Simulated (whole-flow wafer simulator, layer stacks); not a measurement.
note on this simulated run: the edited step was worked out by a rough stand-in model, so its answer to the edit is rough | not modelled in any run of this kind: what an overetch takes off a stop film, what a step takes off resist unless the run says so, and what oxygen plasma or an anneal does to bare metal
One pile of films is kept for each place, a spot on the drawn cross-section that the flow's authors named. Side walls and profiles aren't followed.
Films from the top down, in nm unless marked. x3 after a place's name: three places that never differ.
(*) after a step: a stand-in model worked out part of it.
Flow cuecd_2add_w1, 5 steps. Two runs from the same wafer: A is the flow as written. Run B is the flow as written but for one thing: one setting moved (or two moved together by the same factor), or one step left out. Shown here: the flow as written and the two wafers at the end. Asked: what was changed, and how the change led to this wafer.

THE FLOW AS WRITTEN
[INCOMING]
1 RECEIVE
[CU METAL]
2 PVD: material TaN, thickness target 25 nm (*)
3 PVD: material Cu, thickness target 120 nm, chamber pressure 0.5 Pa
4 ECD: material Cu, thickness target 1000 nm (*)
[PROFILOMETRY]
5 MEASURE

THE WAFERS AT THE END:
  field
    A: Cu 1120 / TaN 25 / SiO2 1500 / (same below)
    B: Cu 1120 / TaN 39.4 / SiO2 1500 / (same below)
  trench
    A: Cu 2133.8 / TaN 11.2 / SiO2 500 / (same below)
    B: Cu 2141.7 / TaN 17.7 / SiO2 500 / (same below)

The cause: step 2, PVD: thickness target 39.4 nm was run, where the flow has thickness target 25 nm.
It can be read off the wafer: field has TaN 39.4, and step 2 as written asks for 25 nm.

How the change led to this, step by step:
  2 PVD: material TaN, thickness target 25 nm (*)
      field: A TaN +25 (new film) | B TaN +39.4 (new film)
      trench: A TaN +11.2 (new film) | B TaN +17.7 (new film)
